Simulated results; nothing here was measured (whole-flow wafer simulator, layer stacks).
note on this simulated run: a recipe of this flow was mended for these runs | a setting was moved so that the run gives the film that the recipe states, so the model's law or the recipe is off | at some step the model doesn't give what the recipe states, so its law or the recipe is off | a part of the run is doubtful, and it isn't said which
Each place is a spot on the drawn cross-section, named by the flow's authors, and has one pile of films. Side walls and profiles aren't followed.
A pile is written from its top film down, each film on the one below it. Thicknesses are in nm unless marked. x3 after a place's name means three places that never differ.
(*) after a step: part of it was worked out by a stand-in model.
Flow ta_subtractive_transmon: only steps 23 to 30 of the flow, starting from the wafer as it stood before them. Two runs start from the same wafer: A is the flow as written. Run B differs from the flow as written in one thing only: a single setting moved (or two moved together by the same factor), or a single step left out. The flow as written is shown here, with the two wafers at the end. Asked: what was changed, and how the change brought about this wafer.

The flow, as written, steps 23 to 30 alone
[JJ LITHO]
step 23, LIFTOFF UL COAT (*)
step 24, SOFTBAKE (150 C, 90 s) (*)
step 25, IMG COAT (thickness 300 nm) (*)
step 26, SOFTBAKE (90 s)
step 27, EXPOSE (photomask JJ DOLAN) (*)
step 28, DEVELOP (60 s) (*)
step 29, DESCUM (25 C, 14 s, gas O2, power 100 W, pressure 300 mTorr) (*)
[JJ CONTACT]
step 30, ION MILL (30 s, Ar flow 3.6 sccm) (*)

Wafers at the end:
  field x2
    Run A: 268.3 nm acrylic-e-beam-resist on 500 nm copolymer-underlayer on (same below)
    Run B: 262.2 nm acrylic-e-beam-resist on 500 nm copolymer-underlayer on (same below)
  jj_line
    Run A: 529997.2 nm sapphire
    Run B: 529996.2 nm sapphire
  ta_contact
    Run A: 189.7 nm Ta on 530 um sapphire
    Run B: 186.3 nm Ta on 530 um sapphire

What caused this: step 30, ION MILL: 40.8 s was run, while the flow as written has 30 s.

How this came from the change, step by step:
  step 30, ION MILL (30 s, Ar flow 3.6 sccm) (*)
      field x2, ta_pad: A -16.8 acrylic-e-beam-resist | B -22.8 acrylic-e-beam-resist
      jj_line, lead: A -2.8 sapphire | B -3.8 sapphire
      (and at 1 other place as well)
